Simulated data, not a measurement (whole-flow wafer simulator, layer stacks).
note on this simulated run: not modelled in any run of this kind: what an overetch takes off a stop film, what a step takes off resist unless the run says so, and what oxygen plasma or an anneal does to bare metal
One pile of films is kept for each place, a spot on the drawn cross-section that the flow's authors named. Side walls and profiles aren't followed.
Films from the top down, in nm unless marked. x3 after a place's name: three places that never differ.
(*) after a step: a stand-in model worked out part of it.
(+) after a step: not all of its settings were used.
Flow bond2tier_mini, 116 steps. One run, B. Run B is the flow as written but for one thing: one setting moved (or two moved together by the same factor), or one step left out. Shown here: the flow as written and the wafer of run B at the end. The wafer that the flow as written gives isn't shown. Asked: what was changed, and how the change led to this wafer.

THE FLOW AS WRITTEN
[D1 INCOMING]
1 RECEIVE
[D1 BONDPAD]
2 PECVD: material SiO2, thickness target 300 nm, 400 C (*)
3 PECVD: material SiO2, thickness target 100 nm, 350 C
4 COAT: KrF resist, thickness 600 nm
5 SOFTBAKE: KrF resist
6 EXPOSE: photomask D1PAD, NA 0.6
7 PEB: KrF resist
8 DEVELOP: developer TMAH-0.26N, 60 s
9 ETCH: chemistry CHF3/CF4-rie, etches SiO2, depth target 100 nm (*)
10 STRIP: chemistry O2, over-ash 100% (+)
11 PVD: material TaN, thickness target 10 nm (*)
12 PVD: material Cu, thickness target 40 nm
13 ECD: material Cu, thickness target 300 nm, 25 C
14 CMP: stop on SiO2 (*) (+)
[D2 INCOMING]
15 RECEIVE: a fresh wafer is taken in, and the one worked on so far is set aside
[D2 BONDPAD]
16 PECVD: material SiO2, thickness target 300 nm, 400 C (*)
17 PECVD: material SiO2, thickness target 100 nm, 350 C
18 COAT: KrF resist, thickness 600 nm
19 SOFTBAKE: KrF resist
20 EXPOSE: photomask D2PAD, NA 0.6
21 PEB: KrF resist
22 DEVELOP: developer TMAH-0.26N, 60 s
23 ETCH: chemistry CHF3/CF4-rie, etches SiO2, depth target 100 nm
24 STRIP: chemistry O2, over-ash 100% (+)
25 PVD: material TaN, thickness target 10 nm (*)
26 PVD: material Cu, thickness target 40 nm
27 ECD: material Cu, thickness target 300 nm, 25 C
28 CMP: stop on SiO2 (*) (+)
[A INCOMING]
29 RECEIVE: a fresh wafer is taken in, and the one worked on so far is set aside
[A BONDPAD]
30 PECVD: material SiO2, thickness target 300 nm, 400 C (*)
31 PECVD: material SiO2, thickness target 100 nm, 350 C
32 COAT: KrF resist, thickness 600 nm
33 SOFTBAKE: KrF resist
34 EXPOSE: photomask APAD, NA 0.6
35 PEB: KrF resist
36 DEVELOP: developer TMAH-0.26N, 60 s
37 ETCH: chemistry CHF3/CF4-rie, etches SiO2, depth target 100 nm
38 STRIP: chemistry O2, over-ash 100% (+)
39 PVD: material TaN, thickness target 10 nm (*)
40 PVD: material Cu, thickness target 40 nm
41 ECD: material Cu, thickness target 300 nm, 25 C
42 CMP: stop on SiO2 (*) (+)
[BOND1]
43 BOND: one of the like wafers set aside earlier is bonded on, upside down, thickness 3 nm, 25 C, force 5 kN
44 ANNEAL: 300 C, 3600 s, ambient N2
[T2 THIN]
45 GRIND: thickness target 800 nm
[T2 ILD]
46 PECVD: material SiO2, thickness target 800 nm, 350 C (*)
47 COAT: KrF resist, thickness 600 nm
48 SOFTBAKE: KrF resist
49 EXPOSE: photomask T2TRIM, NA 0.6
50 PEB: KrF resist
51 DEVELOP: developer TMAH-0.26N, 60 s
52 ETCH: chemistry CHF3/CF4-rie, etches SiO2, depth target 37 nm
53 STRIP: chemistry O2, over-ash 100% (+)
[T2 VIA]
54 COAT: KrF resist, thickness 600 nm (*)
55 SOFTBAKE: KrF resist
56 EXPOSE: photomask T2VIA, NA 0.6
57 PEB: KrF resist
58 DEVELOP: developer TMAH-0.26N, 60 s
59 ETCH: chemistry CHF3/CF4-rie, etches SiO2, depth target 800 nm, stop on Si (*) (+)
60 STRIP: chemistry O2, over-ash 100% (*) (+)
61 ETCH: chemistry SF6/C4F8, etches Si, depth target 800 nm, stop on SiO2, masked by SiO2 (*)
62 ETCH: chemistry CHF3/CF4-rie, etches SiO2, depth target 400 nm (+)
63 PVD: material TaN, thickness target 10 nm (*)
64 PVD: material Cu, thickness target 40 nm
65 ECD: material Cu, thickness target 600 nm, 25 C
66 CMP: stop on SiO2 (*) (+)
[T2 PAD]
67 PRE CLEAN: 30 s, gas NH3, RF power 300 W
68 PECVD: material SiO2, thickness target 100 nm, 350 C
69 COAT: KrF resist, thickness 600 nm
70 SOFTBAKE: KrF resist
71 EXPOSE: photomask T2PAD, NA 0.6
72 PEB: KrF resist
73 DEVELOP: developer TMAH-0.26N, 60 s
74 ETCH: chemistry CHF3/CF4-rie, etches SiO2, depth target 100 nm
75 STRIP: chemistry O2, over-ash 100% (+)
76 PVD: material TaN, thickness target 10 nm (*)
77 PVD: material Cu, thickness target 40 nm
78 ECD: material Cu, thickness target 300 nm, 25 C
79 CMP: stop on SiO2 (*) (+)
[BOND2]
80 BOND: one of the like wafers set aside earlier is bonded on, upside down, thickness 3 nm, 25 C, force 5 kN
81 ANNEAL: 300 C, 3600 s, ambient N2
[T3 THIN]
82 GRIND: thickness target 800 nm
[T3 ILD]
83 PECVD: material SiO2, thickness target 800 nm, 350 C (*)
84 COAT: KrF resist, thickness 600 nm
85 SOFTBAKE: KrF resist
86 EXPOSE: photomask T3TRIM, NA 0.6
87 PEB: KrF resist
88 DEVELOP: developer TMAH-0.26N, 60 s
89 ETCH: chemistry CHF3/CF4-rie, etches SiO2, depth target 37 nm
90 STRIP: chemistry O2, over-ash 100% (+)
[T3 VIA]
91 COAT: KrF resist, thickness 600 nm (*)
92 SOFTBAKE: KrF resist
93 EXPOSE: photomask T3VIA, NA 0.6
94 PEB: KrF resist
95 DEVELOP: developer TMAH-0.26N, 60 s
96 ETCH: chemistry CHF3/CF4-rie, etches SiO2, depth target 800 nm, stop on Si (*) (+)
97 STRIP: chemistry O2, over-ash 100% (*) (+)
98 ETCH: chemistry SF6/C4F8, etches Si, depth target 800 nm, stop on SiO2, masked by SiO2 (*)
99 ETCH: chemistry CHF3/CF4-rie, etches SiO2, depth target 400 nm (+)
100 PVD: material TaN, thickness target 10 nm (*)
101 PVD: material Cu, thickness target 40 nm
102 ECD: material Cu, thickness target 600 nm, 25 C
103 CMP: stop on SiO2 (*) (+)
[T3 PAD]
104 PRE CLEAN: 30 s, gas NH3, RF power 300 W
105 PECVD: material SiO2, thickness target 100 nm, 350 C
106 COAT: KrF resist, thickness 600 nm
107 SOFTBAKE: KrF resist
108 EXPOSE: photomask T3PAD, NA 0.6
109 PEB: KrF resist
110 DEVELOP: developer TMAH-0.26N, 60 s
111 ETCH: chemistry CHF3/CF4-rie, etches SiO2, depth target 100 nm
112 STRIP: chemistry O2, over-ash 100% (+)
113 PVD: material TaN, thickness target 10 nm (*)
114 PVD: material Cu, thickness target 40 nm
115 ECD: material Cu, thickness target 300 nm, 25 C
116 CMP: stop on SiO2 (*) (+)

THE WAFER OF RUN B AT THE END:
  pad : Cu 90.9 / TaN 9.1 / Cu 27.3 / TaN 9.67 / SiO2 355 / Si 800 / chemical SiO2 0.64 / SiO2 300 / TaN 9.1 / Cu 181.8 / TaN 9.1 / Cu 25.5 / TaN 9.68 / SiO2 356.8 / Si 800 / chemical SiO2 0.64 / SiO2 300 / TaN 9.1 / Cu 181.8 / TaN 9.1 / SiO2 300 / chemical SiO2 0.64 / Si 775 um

The cause: step 52, ETCH: depth target 35.2 nm was run, where the flow has depth target 37 nm.

How the change led to this, step by step:
  52 ETCH: chemistry CHF3/CF4-rie, etches SiO2, depth target 37 nm
      pad, via: SiO2 -35.2 (as written it would be: SiO2 -37)
      field: KrF resist -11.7 (as written it would be: KrF resist -12.3)
